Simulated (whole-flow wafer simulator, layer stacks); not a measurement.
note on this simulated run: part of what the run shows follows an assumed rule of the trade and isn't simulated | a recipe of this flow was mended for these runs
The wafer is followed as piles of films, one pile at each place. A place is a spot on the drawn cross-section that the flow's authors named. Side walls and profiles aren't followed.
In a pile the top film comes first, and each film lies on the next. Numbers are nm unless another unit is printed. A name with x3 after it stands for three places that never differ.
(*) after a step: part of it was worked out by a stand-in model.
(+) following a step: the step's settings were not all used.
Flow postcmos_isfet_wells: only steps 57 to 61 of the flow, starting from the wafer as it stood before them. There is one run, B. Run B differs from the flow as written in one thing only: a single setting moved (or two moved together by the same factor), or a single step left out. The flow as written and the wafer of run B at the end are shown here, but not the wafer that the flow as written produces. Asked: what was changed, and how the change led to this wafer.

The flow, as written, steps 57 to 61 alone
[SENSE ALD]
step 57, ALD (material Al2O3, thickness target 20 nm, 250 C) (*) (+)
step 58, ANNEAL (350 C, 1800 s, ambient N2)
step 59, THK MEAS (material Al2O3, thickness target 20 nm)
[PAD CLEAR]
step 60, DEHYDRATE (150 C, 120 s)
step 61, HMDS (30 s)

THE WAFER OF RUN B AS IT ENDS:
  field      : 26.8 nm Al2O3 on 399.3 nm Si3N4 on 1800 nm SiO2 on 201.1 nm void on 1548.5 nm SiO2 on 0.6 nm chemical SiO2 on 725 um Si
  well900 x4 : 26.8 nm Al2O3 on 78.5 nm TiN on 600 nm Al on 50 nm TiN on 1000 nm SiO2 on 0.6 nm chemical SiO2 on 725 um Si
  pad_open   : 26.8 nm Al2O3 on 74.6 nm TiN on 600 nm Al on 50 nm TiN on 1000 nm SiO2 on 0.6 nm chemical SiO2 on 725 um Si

What caused this: step 57, ALD: thickness target 26.75 nm was run, while the flow as written has thickness target 20 nm.
The wafer lets one read it off: field has Al2O3 26.8, and step 57 as written asks for 20 nm.

Step by step, how the change led to this:
  step 57, ALD (material Al2O3, thickness target 20 nm, 250 C) (*) (+)
      field, margin x3, well900 x4, pad_open: +26.8 Al2O3 (new film) (it would be, as written: +20 Al2O3 (new film))
